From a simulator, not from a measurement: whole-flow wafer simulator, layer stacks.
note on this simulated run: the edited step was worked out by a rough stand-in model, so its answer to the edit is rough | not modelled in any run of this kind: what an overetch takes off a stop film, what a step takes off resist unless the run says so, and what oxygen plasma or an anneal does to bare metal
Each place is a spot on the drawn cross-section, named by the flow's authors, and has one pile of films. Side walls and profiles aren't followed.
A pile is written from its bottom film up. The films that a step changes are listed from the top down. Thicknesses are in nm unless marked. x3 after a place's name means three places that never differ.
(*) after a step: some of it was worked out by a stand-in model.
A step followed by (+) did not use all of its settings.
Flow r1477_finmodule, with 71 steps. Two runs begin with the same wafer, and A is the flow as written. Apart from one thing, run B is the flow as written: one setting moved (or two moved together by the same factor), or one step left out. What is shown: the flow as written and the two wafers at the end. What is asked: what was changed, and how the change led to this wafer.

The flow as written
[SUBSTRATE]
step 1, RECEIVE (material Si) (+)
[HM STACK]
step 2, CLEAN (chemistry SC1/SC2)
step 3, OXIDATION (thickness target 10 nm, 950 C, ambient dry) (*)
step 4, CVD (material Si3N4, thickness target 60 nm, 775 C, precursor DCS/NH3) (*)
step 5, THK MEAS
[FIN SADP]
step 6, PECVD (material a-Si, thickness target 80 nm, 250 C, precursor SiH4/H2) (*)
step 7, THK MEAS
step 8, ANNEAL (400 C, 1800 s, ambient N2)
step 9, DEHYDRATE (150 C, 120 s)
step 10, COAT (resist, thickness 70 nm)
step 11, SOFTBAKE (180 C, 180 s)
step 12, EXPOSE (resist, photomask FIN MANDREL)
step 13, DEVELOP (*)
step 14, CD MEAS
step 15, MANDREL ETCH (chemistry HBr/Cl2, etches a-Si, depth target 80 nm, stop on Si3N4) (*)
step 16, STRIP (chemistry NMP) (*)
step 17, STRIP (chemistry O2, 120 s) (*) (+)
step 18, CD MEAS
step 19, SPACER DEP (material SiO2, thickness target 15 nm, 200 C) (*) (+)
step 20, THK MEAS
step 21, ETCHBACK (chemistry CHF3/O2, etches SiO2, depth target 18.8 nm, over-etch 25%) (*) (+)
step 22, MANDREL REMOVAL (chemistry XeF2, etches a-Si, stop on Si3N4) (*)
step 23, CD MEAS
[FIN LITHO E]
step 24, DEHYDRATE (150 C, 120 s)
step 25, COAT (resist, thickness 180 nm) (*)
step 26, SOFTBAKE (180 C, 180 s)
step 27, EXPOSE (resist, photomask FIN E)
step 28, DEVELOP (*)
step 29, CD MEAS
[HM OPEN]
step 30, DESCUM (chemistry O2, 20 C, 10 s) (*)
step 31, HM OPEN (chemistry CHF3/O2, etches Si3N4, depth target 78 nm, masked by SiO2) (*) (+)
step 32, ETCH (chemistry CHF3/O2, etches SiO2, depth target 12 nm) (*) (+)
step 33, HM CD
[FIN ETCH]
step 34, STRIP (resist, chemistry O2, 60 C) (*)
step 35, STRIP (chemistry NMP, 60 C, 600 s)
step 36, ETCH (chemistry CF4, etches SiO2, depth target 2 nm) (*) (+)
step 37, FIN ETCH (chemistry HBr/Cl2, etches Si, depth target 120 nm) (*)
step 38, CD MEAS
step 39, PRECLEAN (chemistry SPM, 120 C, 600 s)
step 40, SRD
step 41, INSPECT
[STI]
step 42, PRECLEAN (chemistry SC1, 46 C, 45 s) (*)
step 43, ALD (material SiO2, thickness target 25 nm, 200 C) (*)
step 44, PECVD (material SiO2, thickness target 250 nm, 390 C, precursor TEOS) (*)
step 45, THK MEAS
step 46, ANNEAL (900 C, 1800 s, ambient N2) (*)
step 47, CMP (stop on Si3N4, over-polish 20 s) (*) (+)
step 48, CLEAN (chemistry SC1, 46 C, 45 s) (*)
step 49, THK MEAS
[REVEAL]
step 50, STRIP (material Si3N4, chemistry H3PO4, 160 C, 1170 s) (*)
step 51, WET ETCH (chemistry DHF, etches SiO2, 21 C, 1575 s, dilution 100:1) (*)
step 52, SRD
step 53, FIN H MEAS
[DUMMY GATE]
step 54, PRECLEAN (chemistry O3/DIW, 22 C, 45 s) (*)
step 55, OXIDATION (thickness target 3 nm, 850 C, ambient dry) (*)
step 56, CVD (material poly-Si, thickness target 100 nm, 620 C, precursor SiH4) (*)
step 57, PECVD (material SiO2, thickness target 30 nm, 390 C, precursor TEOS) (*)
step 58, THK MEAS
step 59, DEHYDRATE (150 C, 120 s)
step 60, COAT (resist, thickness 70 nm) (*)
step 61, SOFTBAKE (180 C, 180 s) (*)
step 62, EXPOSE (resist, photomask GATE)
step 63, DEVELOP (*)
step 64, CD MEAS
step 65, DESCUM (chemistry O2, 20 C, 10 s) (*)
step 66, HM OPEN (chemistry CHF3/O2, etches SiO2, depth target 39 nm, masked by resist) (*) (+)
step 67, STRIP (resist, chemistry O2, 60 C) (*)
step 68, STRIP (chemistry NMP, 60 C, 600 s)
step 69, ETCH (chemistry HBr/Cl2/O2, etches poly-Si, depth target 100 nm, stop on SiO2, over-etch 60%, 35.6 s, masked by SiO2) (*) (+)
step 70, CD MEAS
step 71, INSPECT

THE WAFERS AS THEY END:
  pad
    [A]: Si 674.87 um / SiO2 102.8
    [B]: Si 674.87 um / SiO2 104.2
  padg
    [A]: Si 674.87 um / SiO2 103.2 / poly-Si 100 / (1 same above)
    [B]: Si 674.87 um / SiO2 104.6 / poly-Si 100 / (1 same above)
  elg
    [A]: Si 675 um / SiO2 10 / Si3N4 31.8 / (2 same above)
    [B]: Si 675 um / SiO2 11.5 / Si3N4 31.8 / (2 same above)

The reason: step 3, OXIDATION: thickness target 11.5 nm was run, whereas the flow has thickness target 10 nm.
The wafer lets one read it off: elg has SiO2 11.5, and step 3 as written asks for 10 nm.

The path from the change to this, step by step:
  step 3, OXIDATION (thickness target 10 nm, 950 C, ambient dry) (*)
      pad, padg, elg and 33 more: A +10 SiO2 (new film), -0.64 chemical SiO2 (all of it), -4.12 Si | B +11.5 SiO2 (new film), -0.64 chemical SiO2 (all of it), -4.78 Si
  step 31, HM OPEN (chemistry CHF3/O2, etches Si3N4, depth target 78 nm, masked by SiO2) (*) (+)
      pad, padg, esg and 13 more: A -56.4 Si3N4 (all of it), -10 SiO2 (all of it) | B -56.4 Si3N4 (all of it), -10.8 SiO2
  step 32, ETCH (chemistry CHF3/O2, etches SiO2, depth target 12 nm) (*) (+)
      pad, padg, e40sg and 11 more: A -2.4 Si | B -0.69 SiO2 (all of it), -2.26 Si
      esg, eso: A -1.77 Si | B -0.69 SiO2 (all of it), -2.26 Si
      (as well as at 6 more places)
  step 47, CMP (stop on Si3N4, over-polish 20 s) (*) (+)
      eso: A -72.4 SiO2 | B -70.4 SiO2
  step 51, WET ETCH (chemistry DHF, etches SiO2, 21 C, 1575 s, dilution 100:1) (*)
      s40sg_line, s45sg_line, s50sg_line, s40so_line, s45so_line, s50so_line: A -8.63 SiO2 (all of it) | B -10.1 SiO2 (all of it)
  step 67, STRIP (resist, chemistry O2, 60 C) (*)
      s40sg: A -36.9 resist (all of it) | B -35.5 resist (all of it)
      s45sg: A -36.9 resist (all of it) | B -35.4 resist (all of it)
      (as well as at 1 more place)
